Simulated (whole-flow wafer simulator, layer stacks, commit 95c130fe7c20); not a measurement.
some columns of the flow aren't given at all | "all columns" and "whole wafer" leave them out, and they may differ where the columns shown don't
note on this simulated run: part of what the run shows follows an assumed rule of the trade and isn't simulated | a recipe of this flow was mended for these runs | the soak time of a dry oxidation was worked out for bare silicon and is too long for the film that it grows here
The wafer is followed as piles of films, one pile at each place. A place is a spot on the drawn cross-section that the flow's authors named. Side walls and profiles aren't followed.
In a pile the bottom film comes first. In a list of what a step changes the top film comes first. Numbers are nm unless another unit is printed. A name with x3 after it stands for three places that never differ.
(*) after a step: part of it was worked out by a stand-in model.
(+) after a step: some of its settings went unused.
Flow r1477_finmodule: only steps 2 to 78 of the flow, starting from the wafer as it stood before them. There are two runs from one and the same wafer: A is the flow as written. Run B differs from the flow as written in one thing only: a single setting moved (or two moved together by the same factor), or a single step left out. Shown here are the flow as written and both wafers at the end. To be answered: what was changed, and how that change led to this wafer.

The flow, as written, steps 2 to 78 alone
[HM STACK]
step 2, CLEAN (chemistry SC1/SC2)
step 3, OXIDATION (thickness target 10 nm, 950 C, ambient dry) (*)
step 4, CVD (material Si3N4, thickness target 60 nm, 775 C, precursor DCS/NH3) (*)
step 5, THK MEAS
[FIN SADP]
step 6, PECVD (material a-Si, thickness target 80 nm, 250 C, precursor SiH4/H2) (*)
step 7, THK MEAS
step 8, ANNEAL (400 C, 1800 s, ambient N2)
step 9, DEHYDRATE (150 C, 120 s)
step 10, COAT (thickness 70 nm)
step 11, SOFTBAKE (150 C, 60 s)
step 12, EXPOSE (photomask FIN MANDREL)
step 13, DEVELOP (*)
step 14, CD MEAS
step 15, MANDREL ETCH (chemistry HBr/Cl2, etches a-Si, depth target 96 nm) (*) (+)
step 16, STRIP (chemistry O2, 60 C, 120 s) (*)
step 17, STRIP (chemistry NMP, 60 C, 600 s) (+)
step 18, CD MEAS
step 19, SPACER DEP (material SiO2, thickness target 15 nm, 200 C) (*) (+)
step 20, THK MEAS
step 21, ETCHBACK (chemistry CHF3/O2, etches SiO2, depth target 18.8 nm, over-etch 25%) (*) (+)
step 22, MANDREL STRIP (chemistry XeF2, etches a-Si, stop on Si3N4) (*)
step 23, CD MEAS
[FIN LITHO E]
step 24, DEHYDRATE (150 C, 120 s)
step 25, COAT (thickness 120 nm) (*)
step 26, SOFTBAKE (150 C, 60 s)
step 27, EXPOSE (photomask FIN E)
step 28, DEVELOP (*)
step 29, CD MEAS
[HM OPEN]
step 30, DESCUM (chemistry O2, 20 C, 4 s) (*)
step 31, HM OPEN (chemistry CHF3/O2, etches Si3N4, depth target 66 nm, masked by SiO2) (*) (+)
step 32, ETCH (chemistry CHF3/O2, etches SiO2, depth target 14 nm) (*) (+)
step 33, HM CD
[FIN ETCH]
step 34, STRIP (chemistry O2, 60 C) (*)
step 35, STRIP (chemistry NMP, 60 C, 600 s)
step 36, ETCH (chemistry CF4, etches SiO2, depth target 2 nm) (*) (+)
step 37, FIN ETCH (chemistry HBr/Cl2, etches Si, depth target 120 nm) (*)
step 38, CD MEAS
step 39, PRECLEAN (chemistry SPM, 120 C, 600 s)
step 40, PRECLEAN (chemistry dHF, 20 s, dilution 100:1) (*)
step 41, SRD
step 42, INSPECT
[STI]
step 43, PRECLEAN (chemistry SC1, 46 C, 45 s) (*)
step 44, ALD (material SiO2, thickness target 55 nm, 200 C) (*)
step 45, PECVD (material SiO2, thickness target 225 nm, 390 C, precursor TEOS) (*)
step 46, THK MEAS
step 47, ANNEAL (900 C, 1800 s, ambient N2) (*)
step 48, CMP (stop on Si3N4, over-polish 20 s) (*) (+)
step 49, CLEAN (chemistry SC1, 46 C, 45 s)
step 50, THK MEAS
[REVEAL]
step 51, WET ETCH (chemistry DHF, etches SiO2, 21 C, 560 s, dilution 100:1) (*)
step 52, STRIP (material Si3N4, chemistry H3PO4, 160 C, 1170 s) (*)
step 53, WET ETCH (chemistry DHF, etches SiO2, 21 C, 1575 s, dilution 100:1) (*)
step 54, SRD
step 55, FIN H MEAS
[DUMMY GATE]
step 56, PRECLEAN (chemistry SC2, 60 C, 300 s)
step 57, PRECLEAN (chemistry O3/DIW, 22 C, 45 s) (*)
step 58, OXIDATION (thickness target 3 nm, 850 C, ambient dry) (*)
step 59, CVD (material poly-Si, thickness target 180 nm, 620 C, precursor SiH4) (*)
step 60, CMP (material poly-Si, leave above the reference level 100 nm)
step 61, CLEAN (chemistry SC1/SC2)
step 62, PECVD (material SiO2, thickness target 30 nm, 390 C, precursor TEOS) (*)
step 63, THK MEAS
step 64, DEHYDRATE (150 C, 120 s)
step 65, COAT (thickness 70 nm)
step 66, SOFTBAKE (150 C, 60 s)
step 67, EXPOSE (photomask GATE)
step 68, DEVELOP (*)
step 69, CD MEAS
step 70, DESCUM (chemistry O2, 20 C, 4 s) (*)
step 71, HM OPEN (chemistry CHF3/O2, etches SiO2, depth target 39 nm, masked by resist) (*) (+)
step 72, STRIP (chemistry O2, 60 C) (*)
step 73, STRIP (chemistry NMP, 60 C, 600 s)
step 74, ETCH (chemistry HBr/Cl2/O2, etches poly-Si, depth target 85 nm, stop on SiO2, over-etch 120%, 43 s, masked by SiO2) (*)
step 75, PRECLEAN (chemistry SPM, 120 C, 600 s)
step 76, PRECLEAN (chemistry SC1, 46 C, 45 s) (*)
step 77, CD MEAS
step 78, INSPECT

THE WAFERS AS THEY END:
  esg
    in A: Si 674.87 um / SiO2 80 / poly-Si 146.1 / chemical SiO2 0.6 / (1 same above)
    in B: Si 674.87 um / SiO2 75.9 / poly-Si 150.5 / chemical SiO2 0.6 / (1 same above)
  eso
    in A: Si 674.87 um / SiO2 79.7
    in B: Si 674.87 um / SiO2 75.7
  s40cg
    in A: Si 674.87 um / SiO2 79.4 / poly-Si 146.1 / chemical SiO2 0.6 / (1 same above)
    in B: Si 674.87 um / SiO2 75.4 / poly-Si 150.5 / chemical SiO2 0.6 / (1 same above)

Cause: step 4, CVD: thickness target 55.5 nm was run, though the flow has thickness target 60 nm.

Step by step, how the change led to this:
  step 4, CVD (material Si3N4, thickness target 60 nm, 775 C, precursor DCS/NH3) (*)
      pad, padg, elg and 33 more: A Si3N4 gains 60 (new film) | B Si3N4 gains 55.5 (new film)
  step 31, HM OPEN (chemistry CHF3/O2, etches Si3N4, depth target 66 nm, masked by SiO2) (*) (+)
      pad, padg, esg and 13 more: A Si3N4 loses 54.1 (all of it), SiO2 loses 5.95 | B Si3N4 loses 49.6 (all of it), SiO2 loses 8.2
      s40cg, s45cg, s50cg, s40co, s45co, s50co: A Si3N4 loses 60 (all of it), SiO2 loses 3 | B Si3N4 loses 55.5 (all of it), SiO2 loses 5.25
  step 32, ETCH (chemistry CHF3/O2, etches SiO2, depth target 14 nm) (*) (+)
      pad, padg, esg and 13 more: A SiO2 loses 4.05 (all of it), Si loses 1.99 | B SiO2 loses 1.8 (all of it), Si loses 2.44
      s40cg, s45cg, s50cg, s40co, s45co, s50co: A SiO2 loses 7 (all of it), Si loses 1.4 | B SiO2 loses 4.75 (all of it), Si loses 1.85
  step 48, CMP (stop on Si3N4, over-polish 20 s) (*) (+)
      pad, padg: A SiO2 loses 79.4 | B SiO2 loses 83.5
  step 52, STRIP (material Si3N4, chemistry H3PO4, 160 C, 1170 s) (*)
      elg, e40lg, e100lg, e200lg, elo, e40lo, e100lo, e200lo: A Si3N4 loses 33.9 (all of it), SiO2 loses 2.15 | B Si3N4 loses 29.4 (all of it), SiO2 loses 2.29
      s40sg_line, s45sg_line, s50sg_line, s40so_line, s45so_line, s50so_line: A Si3N4 loses 55.1 (all of it), SiO2 loses 1.49 | B Si3N4 loses 50.6 (all of it), SiO2 loses 1.63
  step 59, CVD (material poly-Si, thickness target 180 nm, 620 C, precursor SiH4) (*)
      e200sg, e200so: A poly-Si gains 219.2 (new film) | B poly-Si gains 230.8 (new film)
  step 60, CMP (material poly-Si, leave above the reference level 100 nm)
      pad, padg: A poly-Si loses 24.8 | B poly-Si loses 20.3
      e200sg, e200so: A poly-Si loses 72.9 | B poly-Si loses 80
  step 74, ETCH (chemistry HBr/Cl2/O2, etches poly-Si, depth target 85 nm, stop on SiO2, over-etch 120%, 43 s, masked by SiO2) (*)
      eso, e40so, e100so and 7 more: A chemical SiO2 loses 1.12 (all of it), poly-Si loses 143.9 (all of it), SiO2 loses 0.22 | B chemical SiO2 loses 1.12 (all of it), poly-Si loses 148.4 (all of it), SiO2 loses 0.19
      pad: A chemical SiO2 loses 1.12 (all of it), poly-Si loses 152.8 (all of it), SiO2 loses 0.17 | B chemical SiO2 loses 1.12 (all of it), poly-Si loses 157.3 (all of it), SiO2 loses 0.15
